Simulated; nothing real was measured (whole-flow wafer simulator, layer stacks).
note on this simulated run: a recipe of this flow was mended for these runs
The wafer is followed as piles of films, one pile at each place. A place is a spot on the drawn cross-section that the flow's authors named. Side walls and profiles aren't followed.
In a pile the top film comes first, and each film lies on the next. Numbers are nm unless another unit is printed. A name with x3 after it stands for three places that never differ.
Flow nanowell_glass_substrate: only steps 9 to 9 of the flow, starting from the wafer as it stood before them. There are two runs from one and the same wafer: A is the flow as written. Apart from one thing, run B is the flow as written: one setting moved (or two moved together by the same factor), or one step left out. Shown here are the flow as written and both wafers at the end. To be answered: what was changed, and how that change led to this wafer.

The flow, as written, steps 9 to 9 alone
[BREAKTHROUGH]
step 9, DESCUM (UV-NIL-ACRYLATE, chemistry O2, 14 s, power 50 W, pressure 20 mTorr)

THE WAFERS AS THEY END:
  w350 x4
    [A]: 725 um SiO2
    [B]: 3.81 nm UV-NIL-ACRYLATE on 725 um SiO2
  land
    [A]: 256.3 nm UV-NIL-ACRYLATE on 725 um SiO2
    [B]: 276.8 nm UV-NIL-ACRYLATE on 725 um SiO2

What caused this: step 9, DESCUM: 5.78 s was run, whereas the flow has 14 s.

How this came from the change, step by step:
  step 9, DESCUM (UV-NIL-ACRYLATE, chemistry O2, 14 s, power 50 W, pressure 20 mTorr)
      w350 x4: A UV-NIL-ACRYLATE loses 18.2 (all of it) | B UV-NIL-ACRYLATE loses 14.4
      land: A UV-NIL-ACRYLATE loses 34.9 | B UV-NIL-ACRYLATE loses 14.4
